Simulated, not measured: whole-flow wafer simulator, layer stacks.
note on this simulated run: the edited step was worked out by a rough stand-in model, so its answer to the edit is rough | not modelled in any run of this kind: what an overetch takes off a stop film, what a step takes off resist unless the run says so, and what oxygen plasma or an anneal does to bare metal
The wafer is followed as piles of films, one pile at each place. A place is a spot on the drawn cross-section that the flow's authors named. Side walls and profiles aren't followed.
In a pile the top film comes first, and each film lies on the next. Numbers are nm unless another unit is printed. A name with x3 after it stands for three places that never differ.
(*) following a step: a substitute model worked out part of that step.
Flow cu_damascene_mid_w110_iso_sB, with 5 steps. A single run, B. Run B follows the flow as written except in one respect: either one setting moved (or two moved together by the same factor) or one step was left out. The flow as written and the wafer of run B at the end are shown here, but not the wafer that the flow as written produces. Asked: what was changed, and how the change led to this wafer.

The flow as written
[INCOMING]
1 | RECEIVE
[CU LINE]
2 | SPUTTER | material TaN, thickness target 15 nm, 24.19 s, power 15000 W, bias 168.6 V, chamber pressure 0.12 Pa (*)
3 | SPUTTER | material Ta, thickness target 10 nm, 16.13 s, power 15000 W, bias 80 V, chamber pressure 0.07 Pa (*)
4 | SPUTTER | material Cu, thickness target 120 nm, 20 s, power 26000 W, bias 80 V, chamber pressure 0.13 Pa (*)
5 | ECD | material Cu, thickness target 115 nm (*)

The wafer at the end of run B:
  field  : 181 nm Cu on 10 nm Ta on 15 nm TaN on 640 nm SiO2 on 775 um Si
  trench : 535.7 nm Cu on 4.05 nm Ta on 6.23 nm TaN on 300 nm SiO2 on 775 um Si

What caused this: step 4, SPUTTER: thickness target 66 nm was run, while the flow as written has thickness target 120 nm; step 4, SPUTTER: 11 s was run, where the flow has 20 s.

Step by step, how the change led to this:
  4 | SPUTTER | material Cu, thickness target 120 nm, 20 s, power 26000 W, bias 80 V, chamber pressure 0.13 Pa (*)
      field: +66 Cu (new film) (in the flow as written it would be: +120 Cu (new film))
      trench: +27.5 Cu (new film) (in the flow as written it would be: +49.9 Cu (new film))
  5 | ECD | material Cu, thickness target 115 nm (*)
      trench: +508.3 Cu (in the flow as written it would be: +539.8 Cu)
